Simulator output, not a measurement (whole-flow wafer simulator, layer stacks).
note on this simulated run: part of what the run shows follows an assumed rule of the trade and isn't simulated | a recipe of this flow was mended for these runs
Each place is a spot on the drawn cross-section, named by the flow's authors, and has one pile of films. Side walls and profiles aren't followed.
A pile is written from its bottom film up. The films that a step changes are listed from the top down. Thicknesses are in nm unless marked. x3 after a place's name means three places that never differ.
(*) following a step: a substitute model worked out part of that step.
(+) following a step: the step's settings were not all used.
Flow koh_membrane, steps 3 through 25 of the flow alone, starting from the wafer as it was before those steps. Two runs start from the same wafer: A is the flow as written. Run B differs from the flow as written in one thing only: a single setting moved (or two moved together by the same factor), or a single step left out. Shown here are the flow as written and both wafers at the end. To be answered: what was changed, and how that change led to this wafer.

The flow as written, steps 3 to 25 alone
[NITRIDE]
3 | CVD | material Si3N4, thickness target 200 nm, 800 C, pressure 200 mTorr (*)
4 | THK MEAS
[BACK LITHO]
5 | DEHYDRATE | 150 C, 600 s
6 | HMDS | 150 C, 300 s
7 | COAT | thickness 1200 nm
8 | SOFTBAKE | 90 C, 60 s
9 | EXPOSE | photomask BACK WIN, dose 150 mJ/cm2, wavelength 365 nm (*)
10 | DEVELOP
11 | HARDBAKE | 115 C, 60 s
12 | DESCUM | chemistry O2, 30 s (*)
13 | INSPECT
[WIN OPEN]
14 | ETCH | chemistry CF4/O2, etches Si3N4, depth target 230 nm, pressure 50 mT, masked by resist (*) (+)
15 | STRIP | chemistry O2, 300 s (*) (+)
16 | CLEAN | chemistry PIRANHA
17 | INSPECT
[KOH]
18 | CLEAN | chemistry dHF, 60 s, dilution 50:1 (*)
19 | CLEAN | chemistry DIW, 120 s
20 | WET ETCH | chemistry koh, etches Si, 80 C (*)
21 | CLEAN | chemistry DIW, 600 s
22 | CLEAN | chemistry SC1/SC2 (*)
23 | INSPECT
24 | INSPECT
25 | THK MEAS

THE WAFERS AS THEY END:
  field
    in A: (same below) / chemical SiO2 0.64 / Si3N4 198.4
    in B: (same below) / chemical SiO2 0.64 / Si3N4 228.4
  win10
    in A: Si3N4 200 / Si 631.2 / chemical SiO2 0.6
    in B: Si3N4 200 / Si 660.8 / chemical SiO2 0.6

Cause: step 3, CVD: thickness target 230 nm was run, whereas the flow has thickness target 200 nm.

How this came from the change, step by step:
  3 | CVD | material Si3N4, thickness target 200 nm, 800 C, pressure 200 mTorr (*)
      field, win20 x4, win10: A Si3N4 gains 200 (new film) | B Si3N4 gains 230 (new film)
  14 | ETCH | chemistry CF4/O2, etches Si3N4, depth target 230 nm, pressure 50 mT, masked by resist (*) (+)
      win20 x4, win10: A Si3N4 loses 200 (all of it), chemical SiO2 loses 0.64 (all of it), Si loses 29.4 | B Si3N4 loses 230 (all of it)
  15 | STRIP | chemistry O2, 300 s (*) (+)
      win20 x4, win10: A chemical SiO2 gains 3 (new film), Si loses 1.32 | B chemical SiO2 gains 2.36, Si loses 1.04
